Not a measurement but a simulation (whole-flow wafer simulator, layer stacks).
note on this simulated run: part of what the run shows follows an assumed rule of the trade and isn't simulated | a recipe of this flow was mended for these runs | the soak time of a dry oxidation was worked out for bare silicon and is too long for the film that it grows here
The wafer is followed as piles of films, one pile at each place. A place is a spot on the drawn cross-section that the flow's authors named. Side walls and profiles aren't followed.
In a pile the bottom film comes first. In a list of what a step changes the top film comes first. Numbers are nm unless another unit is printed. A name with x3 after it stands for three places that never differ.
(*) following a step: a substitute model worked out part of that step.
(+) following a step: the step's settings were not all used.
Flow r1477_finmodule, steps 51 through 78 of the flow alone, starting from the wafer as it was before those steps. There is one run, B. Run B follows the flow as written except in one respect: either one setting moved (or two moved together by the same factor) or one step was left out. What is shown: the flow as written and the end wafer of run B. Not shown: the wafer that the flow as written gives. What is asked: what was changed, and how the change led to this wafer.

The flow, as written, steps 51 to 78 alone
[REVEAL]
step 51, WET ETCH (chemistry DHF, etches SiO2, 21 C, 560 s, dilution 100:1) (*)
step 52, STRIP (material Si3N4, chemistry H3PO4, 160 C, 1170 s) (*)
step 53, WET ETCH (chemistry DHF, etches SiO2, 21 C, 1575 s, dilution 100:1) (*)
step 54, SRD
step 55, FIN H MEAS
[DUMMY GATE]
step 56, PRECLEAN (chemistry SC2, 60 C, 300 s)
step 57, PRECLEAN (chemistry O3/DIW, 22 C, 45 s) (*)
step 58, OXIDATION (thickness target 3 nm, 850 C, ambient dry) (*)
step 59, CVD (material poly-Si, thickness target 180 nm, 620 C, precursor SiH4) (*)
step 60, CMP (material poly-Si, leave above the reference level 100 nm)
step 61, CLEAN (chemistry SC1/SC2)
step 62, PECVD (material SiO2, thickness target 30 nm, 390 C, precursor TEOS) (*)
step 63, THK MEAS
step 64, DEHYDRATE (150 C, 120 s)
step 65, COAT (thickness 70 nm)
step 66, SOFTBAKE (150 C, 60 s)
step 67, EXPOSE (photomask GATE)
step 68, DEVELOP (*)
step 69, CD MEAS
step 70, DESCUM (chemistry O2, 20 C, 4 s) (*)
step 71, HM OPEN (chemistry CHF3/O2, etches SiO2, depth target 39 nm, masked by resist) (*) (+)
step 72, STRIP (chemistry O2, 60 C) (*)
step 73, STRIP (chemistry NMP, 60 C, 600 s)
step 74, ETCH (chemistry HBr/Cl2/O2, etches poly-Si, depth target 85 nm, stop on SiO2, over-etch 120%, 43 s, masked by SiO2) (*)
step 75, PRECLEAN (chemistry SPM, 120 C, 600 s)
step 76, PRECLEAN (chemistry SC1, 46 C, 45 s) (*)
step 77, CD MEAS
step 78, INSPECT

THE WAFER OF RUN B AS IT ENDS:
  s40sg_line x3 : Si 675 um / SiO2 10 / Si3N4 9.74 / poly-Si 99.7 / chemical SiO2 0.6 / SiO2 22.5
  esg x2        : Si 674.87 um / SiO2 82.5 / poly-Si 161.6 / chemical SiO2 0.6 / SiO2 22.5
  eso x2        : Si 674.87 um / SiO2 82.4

What caused this: step 52, STRIP: 468 s was run, whereas the flow has 1170 s.

Step by step, how the change led to this:
  step 52, STRIP (material Si3N4, chemistry H3PO4, 160 C, 1170 s) (*)
      s40sg_line x3, s40so_line x3: Si3N4 loses 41 (it would be, as written: Si3N4 loses 55.1 (all of it), SiO2 loses 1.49)
      pad, padg, esg x2 and 18 more: SiO2 loses 1.71 (it would be, as written: SiO2 loses 4.28)
      (as well as at 8 more places)
  step 53, WET ETCH (chemistry DHF, etches SiO2, 21 C, 1575 s, dilution 100:1) (*)
      s40sg_line x3, s40so_line x3: Si3N4 loses 4.28 (it would be, as written: SiO2 loses 8.51 (all of it))
      elg x4, elo x4: SiO2 loses 9.78 (all of it) (it would be, as written: SiO2 loses 7.85 (all of it))
  step 57, PRECLEAN (chemistry O3/DIW, 22 C, 45 s) (*)
      s40sg_line x3, s40so_line x3: nothing (it would be, as written: chemical SiO2 gains 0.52, Si loses 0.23)
  step 58, OXIDATION (thickness target 3 nm, 850 C, ambient dry) (*)
      s40sg_line x3, s40so_line x3: nothing (it would be, as written: SiO2 gains 3 (new film), chemical SiO2 loses 0.85 (all of it), Si loses 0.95)
  step 59, CVD (material poly-Si, thickness target 180 nm, 620 C, precursor SiH4) (*)
      s40cg x3, s40sg x3, s40co x3, s40so x3: poly-Si gains 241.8 (new film) (it would be, as written: poly-Si gains 226.3 (new film))
  step 60, CMP (material poly-Si, leave above the reference level 100 nm)
      elg x4, esg x2, e100sg, elo x4, eso x2, e100so: poly-Si loses 61.9 (it would be, as written: poly-Si loses 80)
      pad, padg: poly-Si loses 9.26 (it would be, as written: poly-Si loses 24.8)
      (as well as at 2 more places)
  step 74, ETCH (chemistry HBr/Cl2/O2, etches poly-Si, depth target 85 nm, stop on SiO2, over-etch 120%, 43 s, masked by SiO2) (*)
      s40so_line x3: chemical SiO2 loses 1.12 (all of it), poly-Si loses 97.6 (all of it), Si3N4 loses 9.74 (all of it), SiO2 loses 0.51 (it would be, as written: chemical SiO2 loses 1.12 (all of it), poly-Si loses 97.6 (all of it), SiO2 loses 0.45)
      eso x2, e100so, e200so, s40co x3, s40so x3: chemical SiO2 loses 1.12 (all of it), poly-Si loses 159.4 (all of it), SiO2 loses 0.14 (it would be, as written: chemical SiO2 loses 1.12 (all of it), poly-Si loses 143.9 (all of it), SiO2 loses 0.22)
      (as well as at 5 more places)
